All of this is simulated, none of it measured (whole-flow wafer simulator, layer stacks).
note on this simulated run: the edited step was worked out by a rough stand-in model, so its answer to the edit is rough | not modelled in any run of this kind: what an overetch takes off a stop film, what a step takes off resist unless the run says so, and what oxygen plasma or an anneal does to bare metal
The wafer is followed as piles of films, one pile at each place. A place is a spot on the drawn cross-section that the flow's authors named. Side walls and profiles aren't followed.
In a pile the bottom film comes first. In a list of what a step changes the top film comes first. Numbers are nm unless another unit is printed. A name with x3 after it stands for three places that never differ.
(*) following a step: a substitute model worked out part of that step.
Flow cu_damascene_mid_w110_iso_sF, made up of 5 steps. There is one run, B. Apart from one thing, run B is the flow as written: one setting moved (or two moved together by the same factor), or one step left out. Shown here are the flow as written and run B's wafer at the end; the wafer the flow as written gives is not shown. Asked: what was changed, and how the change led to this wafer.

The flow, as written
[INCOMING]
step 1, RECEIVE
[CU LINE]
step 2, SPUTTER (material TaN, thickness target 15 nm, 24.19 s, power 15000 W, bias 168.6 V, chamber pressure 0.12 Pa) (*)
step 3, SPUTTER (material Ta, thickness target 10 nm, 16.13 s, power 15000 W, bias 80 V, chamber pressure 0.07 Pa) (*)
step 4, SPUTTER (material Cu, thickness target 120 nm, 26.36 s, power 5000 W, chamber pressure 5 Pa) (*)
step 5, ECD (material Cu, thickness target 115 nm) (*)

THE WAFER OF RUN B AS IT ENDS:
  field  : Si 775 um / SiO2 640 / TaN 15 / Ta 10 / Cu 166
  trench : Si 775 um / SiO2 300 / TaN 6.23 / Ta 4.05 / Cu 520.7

The reason: step 5, ECD: thickness target 46 nm was run, though the flow has thickness target 115 nm.

How this came from the change, step by step:
  step 5, ECD (material Cu, thickness target 115 nm) (*)
      field: Cu gains 46 (as written it would have been: Cu gains 115)
      trench: Cu gains 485 (as written it would have been: Cu gains 554)
